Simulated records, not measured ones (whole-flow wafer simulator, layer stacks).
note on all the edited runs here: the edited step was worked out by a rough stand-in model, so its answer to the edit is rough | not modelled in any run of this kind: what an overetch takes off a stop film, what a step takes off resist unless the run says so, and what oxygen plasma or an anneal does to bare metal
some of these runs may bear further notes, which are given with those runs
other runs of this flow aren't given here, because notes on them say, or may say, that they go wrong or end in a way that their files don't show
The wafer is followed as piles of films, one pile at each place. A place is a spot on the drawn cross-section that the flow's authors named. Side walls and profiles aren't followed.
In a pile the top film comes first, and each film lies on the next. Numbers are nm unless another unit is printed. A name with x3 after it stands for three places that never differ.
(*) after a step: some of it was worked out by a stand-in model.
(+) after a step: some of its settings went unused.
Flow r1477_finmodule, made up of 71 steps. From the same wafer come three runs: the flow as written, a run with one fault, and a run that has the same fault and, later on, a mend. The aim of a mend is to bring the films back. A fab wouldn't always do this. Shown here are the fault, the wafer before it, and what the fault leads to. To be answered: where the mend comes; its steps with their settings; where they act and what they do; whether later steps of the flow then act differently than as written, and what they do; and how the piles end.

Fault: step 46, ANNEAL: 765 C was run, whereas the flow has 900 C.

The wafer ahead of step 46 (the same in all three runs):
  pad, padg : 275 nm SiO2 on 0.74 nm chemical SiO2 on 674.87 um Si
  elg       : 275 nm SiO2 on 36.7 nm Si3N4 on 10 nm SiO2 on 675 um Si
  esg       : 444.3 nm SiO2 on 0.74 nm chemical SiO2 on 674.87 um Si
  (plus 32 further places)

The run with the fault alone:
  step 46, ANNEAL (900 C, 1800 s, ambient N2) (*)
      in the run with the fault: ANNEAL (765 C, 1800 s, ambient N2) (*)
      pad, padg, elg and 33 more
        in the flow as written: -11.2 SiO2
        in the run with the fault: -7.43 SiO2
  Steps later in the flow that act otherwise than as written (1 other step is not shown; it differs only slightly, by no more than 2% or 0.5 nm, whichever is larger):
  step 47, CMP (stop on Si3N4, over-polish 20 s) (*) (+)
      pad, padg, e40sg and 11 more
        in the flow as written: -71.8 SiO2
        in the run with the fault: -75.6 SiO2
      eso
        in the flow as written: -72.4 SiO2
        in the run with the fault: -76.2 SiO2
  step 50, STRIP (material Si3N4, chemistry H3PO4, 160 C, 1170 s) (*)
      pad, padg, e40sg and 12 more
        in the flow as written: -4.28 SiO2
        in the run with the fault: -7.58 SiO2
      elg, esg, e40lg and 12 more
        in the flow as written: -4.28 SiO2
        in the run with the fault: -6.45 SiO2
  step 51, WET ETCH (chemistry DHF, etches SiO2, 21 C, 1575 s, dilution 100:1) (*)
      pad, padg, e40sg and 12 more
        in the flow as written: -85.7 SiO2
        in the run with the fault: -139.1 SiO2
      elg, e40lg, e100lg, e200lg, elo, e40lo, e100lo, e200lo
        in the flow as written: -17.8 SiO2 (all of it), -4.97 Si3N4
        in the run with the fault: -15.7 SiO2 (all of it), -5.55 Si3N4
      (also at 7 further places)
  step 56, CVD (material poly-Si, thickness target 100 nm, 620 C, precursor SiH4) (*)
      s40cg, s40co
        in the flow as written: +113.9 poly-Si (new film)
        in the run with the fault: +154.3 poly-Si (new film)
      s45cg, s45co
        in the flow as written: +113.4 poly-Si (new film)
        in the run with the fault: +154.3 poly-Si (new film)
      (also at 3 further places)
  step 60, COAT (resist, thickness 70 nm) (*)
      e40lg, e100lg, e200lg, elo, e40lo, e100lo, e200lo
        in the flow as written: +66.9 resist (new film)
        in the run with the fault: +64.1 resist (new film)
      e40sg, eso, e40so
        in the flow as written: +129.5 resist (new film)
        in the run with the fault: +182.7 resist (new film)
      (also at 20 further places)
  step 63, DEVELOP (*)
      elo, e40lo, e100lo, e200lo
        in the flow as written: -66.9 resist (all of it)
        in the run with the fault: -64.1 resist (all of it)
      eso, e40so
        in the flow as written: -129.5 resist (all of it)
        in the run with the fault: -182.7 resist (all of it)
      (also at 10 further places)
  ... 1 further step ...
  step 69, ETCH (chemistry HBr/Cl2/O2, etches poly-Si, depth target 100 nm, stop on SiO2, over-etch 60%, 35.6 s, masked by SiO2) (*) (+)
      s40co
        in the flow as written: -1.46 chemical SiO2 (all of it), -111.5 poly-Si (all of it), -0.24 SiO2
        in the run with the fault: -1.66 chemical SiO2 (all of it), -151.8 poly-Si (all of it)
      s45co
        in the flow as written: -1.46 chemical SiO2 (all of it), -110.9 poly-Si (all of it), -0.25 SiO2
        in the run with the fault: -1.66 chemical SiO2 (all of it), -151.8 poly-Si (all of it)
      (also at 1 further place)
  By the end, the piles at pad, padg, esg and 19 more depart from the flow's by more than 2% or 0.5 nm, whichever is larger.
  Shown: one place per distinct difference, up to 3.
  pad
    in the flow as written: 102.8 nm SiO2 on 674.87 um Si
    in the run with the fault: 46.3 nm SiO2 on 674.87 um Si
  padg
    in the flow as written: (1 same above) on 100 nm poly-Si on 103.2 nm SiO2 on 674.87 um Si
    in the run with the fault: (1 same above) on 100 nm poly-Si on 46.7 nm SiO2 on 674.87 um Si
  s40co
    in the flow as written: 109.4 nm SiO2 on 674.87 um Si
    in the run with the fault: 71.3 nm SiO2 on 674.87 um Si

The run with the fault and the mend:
  The mend stands after step 46.
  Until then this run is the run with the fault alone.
  step 46a, ANNEAL (900 C, 1800 s, ambient N2) (*) (the flow's step 46, run once more)
      pad, padg, elg and 33 more
        -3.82 SiO2
  Every later step of the flow that is run acts as written at every place that is followed.
  The piles end the same as the flow's at every place that both follow.
